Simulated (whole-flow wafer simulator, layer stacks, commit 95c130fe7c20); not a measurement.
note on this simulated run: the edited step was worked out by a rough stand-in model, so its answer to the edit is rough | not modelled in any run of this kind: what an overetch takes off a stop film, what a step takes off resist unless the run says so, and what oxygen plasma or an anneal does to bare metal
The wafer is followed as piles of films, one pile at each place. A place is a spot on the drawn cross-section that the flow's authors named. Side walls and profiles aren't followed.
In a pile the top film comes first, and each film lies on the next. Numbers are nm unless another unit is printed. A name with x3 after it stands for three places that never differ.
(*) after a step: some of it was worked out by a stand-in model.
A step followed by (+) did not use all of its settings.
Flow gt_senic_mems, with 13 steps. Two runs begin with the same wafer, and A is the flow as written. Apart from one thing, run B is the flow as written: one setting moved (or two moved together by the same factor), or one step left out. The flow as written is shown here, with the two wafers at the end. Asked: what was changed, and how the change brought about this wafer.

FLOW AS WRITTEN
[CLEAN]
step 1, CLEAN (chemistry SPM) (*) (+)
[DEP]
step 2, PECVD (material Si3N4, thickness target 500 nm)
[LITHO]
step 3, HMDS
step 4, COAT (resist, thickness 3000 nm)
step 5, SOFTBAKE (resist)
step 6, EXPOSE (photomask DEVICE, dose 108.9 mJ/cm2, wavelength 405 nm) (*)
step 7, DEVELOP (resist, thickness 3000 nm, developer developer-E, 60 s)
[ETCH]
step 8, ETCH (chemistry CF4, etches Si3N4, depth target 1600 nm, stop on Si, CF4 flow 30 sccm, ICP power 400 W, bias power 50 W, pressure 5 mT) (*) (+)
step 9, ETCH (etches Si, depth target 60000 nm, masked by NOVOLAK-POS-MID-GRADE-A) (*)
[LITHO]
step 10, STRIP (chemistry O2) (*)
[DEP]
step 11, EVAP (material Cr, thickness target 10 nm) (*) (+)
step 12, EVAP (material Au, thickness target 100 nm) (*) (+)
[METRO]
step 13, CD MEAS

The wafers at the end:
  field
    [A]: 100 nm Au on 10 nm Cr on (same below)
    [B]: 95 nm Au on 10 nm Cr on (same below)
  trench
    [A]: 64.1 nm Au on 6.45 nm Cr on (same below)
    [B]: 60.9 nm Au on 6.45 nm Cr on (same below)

What caused this: step 12, EVAP: thickness target 95 nm was run, while the flow as written has thickness target 100 nm.
The wafer lets one read it off: field has Au 95, and step 12 as written asks for 100 nm.

How this came from the change, step by step:
  step 12, EVAP (material Au, thickness target 100 nm) (*) (+)
      field: A +100 Au (new film) | B +95 Au (new film)
      trench: A +64.1 Au (new film) | B +60.9 Au (new film)
